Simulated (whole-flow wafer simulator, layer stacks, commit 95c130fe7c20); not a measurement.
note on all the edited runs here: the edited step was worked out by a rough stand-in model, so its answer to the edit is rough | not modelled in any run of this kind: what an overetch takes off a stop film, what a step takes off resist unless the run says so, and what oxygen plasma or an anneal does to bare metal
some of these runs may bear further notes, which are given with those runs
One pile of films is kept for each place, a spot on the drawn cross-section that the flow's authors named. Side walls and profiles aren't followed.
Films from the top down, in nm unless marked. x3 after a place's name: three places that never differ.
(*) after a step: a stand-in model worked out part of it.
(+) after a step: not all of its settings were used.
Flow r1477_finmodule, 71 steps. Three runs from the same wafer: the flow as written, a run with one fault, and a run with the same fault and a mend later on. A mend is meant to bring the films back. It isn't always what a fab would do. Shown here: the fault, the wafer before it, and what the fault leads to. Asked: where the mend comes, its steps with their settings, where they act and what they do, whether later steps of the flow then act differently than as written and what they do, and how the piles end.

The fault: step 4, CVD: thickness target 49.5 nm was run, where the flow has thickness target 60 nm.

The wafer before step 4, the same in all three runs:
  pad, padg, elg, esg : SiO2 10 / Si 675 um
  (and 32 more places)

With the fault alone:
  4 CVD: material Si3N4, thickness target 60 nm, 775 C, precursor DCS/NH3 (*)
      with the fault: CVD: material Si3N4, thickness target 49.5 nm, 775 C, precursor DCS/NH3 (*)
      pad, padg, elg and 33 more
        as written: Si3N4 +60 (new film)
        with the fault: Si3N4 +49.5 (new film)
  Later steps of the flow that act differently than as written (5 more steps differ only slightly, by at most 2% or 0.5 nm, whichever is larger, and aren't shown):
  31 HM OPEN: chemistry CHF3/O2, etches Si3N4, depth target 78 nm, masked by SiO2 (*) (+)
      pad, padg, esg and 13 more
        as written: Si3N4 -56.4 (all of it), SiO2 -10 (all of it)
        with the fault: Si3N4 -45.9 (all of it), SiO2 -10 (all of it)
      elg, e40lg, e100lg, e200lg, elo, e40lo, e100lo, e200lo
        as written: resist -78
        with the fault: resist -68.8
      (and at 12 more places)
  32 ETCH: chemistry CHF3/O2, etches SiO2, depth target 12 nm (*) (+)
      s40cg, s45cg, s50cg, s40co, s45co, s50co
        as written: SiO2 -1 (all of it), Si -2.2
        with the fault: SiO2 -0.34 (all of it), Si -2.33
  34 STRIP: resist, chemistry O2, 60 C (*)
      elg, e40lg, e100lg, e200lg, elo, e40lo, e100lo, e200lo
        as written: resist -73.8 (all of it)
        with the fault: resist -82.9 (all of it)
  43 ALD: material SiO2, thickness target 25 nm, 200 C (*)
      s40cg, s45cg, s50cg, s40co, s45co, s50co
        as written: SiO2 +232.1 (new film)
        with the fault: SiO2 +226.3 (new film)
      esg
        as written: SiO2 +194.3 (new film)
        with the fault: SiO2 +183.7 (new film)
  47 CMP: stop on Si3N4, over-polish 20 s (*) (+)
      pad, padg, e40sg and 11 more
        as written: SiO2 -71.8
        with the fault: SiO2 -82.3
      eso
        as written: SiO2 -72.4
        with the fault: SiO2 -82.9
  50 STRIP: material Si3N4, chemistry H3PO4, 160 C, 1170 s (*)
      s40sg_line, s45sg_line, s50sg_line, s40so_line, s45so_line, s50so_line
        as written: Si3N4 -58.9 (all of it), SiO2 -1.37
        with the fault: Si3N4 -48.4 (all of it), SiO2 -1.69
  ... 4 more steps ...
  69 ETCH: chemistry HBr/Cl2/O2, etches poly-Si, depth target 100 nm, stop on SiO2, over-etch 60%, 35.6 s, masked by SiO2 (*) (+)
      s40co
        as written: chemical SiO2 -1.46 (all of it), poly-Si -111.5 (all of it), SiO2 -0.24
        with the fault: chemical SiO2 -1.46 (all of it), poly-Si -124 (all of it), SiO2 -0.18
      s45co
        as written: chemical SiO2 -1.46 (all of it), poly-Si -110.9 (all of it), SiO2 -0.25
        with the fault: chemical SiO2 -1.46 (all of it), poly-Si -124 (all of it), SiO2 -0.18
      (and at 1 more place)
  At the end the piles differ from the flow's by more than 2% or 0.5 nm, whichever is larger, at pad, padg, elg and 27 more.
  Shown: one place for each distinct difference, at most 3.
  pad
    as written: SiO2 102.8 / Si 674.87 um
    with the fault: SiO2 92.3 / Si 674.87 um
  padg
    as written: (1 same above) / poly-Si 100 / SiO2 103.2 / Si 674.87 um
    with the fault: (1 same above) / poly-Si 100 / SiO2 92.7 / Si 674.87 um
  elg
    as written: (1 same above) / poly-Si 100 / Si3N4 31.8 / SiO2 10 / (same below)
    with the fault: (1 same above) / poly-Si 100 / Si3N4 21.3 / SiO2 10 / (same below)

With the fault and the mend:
  The mend comes after step 5.
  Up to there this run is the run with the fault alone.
  5a CVD: material Si3N4, thickness target 10.5 nm, 775 C, precursor DCS/NH3 (*) (the flow's step 4 once more, with other settings)
      pad, padg, elg and 33 more
        Si3N4 +10.5
  No later step of the flow acts differently than as written at any place that is followed.
  At the end the piles are the same as the flow's at every place that both follow.
